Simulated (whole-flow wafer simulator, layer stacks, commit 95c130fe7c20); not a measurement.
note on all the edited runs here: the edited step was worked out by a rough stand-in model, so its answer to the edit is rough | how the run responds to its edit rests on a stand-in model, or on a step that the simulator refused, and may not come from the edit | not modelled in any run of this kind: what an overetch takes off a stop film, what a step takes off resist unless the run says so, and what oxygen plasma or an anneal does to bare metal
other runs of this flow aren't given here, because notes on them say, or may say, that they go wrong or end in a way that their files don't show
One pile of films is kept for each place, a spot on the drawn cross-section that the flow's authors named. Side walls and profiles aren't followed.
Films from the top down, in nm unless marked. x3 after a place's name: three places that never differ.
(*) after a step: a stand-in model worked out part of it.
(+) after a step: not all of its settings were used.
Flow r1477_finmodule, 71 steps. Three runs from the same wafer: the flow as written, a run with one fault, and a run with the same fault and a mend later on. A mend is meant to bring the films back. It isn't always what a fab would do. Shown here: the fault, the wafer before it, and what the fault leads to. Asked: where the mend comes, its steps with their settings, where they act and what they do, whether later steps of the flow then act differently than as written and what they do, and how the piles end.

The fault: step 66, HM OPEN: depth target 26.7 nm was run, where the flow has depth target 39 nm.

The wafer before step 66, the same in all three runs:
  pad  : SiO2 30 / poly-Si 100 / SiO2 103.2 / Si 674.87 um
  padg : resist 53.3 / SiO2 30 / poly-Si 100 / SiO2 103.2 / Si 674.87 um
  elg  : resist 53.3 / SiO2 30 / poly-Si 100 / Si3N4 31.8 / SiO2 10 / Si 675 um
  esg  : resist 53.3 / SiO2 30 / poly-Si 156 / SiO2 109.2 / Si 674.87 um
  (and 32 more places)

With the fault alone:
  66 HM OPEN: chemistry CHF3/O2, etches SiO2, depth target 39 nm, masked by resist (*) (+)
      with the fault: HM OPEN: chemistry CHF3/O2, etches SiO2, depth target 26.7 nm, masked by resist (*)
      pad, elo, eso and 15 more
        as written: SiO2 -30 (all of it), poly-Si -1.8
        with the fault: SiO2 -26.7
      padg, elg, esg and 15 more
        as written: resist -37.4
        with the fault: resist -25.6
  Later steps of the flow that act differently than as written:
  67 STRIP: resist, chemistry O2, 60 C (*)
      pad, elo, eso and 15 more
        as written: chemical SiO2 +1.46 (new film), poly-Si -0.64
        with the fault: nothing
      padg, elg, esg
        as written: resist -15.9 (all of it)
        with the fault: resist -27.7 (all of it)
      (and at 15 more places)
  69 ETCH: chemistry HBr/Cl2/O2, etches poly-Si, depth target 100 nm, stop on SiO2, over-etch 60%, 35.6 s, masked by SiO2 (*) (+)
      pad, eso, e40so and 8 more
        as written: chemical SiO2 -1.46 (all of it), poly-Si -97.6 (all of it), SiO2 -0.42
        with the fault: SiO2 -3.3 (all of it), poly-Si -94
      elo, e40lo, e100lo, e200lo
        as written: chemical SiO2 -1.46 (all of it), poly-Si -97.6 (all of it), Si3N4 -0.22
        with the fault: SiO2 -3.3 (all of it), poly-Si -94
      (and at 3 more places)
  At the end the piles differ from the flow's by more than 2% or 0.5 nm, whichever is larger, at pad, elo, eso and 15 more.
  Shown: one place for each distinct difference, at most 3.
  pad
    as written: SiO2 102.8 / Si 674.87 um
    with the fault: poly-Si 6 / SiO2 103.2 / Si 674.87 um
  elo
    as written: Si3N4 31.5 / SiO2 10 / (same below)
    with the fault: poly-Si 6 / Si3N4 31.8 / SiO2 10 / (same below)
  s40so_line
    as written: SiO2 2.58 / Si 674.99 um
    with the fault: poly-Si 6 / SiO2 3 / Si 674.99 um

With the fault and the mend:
  The mend comes after step 67.
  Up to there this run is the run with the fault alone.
  67a DEHYDRATE: 150 C, 120 s (the flow's step 59 once more)
      changes no film at any place that is followed
  67b COAT: resist, thickness 70 nm (*) (the flow's step 60 once more)
      e40lg, e100lg, e200lg, e40lo, e100lo, e200lo
        resist +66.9 (new film)
      s40sg, s45sg, s40so, s45so
        resist +91 (new film)
      s40sg_line, s45sg_line, s40so_line, s45so_line
        resist +68.5 (new film)
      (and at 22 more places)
  67c SOFTBAKE: 180 C, 180 s (*) (the flow's step 61 once more)
      changes no film at any place that is followed
  67d EXPOSE: resist, photomask GATE (the flow's step 62 once more)
      changes no film at any place that is followed
  67e DEVELOP (*) (the flow's step 63 once more)
      e40lo, e100lo, e200lo
        resist -66.9 (all of it)
      s40so, s45so
        resist -91 (all of it)
      s40so_line, s45so_line
        resist -68.5 (all of it)
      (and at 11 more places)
  67f DESCUM: chemistry O2, 20 C, 10 s (*) (the flow's step 65 once more)
      padg, elg, esg and 15 more
        resist -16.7
  67g HM OPEN: chemistry CHF3/O2, etches SiO2, depth target 12.3 nm, masked by resist (*) (+) (the flow's step 66 once more, with other settings)
      pad, elo, eso and 15 more
        SiO2 -3.3 (all of it), poly-Si -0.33
      padg, elg, esg and 15 more
        resist -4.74
  67h STRIP: resist, chemistry O2, 60 C (*) (the flow's step 67 once more)
      pad, elo, eso and 15 more
        chemical SiO2 +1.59 (new film), poly-Si -0.7
      e40lg, e100lg, e200lg
        resist -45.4 (all of it)
      elg, esg
        resist -48.5 (all of it)
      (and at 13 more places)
  No later step of the flow acts differently than as written, at any place that is followed, by more than 2% or 0.5 nm, whichever is larger.
  At the end the piles differ from the flow's only slightly at the places that both follow, by at most 2% or 0.5 nm, whichever is larger.
